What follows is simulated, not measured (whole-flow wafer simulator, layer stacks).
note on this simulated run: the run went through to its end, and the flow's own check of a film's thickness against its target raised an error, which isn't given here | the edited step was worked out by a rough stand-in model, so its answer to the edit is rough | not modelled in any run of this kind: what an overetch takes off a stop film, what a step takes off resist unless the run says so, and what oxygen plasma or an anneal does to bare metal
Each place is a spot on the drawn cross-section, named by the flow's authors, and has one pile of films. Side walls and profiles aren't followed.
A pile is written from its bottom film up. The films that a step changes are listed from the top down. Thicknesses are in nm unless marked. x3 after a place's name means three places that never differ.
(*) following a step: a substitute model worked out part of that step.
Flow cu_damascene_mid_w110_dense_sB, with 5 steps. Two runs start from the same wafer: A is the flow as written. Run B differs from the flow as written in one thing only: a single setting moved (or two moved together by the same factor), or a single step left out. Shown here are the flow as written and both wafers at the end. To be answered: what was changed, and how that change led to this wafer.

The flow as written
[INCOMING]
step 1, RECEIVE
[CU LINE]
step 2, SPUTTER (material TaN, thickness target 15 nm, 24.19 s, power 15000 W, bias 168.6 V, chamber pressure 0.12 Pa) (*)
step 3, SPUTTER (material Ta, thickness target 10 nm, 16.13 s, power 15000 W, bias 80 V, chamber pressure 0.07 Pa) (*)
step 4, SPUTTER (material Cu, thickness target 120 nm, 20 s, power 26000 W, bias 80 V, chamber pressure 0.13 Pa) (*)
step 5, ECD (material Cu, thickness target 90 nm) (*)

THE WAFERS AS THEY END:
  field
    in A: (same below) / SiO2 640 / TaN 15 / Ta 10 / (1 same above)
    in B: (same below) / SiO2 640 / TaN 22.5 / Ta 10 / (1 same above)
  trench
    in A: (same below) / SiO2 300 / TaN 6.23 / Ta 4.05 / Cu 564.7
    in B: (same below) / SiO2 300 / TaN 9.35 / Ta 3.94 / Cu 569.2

The reason: step 2, SPUTTER: 36.29 s was run, whereas the flow has 24.19 s.

How this came from the change, step by step:
  step 2, SPUTTER (material TaN, thickness target 15 nm, 24.19 s, power 15000 W, bias 168.6 V, chamber pressure 0.12 Pa) (*)
      field: A +15 TaN (new film) | B +22.5 TaN (new film)
      trench: A +6.23 TaN (new film) | B +9.35 TaN (new film)
  step 4, SPUTTER (material Cu, thickness target 120 nm, 20 s, power 26000 W, bias 80 V, chamber pressure 0.13 Pa) (*)
      trench: A +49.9 Cu (new film) | B +48.8 Cu (new film)
